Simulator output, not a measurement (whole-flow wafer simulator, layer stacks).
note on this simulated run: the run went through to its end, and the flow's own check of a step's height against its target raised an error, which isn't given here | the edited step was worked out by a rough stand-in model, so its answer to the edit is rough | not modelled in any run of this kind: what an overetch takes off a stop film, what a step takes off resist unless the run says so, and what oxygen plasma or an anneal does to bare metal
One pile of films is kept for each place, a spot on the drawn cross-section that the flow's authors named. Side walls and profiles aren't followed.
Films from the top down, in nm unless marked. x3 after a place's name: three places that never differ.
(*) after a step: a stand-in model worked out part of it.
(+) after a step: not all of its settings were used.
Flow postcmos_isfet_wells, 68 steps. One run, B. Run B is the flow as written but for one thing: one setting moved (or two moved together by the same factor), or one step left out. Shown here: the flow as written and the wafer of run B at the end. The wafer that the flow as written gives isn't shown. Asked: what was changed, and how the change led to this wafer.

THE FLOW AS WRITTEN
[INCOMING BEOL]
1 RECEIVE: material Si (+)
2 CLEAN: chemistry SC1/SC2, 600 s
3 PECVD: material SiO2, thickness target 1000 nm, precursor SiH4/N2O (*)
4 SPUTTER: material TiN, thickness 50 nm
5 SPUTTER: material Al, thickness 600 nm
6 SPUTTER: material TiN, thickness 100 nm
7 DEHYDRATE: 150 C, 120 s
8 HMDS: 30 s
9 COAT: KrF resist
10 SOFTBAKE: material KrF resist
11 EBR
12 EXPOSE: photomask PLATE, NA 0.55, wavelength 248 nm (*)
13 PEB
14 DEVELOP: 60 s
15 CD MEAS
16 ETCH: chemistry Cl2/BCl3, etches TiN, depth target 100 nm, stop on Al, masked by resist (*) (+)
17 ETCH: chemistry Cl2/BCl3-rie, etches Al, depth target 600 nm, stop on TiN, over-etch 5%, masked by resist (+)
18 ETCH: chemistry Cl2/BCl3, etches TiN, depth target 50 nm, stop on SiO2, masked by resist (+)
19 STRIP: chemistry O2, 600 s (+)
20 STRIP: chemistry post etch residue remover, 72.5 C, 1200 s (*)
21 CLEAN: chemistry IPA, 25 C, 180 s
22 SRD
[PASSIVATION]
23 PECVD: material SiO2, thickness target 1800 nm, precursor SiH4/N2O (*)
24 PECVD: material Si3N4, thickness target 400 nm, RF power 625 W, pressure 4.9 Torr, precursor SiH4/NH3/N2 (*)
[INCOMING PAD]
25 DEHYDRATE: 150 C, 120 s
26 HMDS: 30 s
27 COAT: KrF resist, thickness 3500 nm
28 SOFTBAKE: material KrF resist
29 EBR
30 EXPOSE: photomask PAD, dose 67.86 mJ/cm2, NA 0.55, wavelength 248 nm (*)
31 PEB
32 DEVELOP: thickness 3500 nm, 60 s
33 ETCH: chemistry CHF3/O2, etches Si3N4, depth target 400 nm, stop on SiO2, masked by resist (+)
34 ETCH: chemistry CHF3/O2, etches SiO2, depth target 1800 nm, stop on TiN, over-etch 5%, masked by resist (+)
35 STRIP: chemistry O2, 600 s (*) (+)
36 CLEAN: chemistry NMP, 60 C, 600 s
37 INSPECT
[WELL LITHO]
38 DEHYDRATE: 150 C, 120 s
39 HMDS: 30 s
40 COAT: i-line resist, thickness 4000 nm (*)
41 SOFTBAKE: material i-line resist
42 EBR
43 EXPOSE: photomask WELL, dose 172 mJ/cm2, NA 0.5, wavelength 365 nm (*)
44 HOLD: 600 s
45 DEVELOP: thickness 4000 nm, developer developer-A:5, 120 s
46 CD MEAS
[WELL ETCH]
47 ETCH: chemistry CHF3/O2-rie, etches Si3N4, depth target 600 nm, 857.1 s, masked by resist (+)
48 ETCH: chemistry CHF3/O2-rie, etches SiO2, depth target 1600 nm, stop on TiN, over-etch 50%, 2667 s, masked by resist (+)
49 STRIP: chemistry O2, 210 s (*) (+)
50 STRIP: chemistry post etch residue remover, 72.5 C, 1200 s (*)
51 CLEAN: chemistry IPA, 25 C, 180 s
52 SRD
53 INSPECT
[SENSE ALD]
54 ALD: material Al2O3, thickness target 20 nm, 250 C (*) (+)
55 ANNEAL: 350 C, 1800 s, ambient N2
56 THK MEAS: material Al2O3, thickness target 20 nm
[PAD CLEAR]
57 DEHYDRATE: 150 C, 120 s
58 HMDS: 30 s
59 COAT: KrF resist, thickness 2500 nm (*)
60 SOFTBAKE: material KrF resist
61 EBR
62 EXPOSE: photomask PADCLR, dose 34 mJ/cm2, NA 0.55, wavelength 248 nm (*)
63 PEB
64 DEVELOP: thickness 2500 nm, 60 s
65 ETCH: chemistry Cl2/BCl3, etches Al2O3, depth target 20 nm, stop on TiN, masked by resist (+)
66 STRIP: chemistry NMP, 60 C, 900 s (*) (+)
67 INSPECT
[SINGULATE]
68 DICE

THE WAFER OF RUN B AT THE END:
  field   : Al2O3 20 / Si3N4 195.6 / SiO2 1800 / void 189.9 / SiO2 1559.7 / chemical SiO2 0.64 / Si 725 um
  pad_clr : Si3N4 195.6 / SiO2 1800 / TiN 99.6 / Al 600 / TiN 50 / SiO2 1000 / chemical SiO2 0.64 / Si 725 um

The cause: step 24, PECVD: thickness target 196 nm was run, where the flow has thickness target 400 nm.

How the change led to this, step by step:
  24 PECVD: material Si3N4, thickness target 400 nm, RF power 625 W, pressure 4.9 Torr, precursor SiH4/NH3/N2 (*)
      field, margin, well900, well1300 x3, pad_rim, pad_clr, pad_open: Si3N4 +196 (new film) (as written it would be: Si3N4 +400 (new film))
  33 ETCH: chemistry CHF3/O2, etches Si3N4, depth target 400 nm, stop on SiO2, masked by resist (+)
      field, margin, well900, well1300 x3, pad_rim, pad_clr: KrF resist -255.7 (as written it would be: KrF resist -347.8)
      pad_open: Si3N4 -196 (all of it) (as written it would be: Si3N4 -400 (all of it))
  35 STRIP: chemistry O2, 600 s (*) (+)
      field, margin, well900, well1300 x3, pad_rim, pad_clr: KrF resist -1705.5 (all of it) (as written it would be: KrF resist -1613.3 (all of it))
  41 SOFTBAKE: material i-line resist
      pad_clr: i-line resist -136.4 (as written it would be: i-line resist -156.7)
      pad_open: i-line resist +106.2 (as written it would be: i-line resist +115.3)
  47 ETCH: chemistry CHF3/O2-rie, etches Si3N4, depth target 600 nm, 857.1 s, masked by resist (+)
      well900, well1300 x3: Si3N4 -196 (all of it), SiO2 -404 (as written it would be: Si3N4 -400 (all of it), SiO2 -200)
  48 ETCH: chemistry CHF3/O2-rie, etches SiO2, depth target 1600 nm, stop on TiN, over-etch 50%, 2667 s, masked by resist (+)
      well900, well1300 x3: SiO2 -1396 (all of it) (as written it would be: SiO2 -1600 (all of it))
  49 STRIP: chemistry O2, 210 s (*) (+)
      pad_clr: i-line resist -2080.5 (all of it) (as written it would be: i-line resist -1996.5 (all of it))
      pad_open: i-line resist -3734 (all of it) (as written it would be: i-line resist -3816.3 (all of it))
  59 COAT: KrF resist, thickness 2500 nm (*)
      field: KrF resist +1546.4 (new film) (as written it would be: KrF resist +1449 (new film))
      margin: KrF resist +1546.4 (new film) (as written it would be: KrF resist +1448.9 (new film))
      (and at 2 more places)
  63 PEB
      field, margin: KrF resist -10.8 (as written it would be: KrF resist -10.1)
  64 DEVELOP: thickness 2500 nm, 60 s
      pad_clr: KrF resist -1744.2 (all of it) (as written it would be: KrF resist -1676 (all of it))
  66 STRIP: chemistry NMP, 60 C, 900 s (*) (+)
      field: KrF resist -1496.9 (all of it) (as written it would be: KrF resist -1400.1 (all of it))
      margin: KrF resist -1496.8 (all of it) (as written it would be: KrF resist -1400.1 (all of it))
      (and at 1 more place)
